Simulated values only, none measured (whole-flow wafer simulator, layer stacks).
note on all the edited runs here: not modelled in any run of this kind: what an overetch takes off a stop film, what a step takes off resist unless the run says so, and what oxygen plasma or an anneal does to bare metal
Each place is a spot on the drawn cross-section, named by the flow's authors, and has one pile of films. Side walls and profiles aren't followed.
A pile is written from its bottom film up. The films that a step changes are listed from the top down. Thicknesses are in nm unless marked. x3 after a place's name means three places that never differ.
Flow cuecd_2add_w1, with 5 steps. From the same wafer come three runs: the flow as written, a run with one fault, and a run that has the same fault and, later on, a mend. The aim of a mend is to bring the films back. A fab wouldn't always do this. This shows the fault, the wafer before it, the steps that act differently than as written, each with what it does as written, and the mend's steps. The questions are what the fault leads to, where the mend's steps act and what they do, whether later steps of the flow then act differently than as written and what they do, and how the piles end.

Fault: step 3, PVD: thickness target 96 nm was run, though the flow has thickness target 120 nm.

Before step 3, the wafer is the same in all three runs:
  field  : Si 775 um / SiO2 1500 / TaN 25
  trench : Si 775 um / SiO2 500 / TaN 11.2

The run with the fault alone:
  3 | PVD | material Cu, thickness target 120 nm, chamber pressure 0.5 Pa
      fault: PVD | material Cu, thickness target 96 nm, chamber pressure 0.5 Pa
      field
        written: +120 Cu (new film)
        fault: +96 Cu (new film)
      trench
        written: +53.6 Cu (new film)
        fault: +43.2 Cu (new film)
  Every later step of the flow that is run acts as written, at every place that is followed, to within 2% or 0.5 nm, whichever is larger.
  The piles end different from the flow's at field by more than 2% or 0.5 nm, whichever is larger.
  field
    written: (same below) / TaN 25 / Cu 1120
    fault: (same below) / TaN 25 / Cu 1096

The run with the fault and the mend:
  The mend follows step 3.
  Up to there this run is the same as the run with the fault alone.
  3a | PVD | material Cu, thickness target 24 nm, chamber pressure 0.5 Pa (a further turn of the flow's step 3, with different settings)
      field
        +24 Cu
      trench
        +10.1 Cu
  Every later step of the flow that is run acts as written, at every place that is followed, to within 2% or 0.5 nm, whichever is larger.
  At every place that both follow, the piles at the end match the flow's.
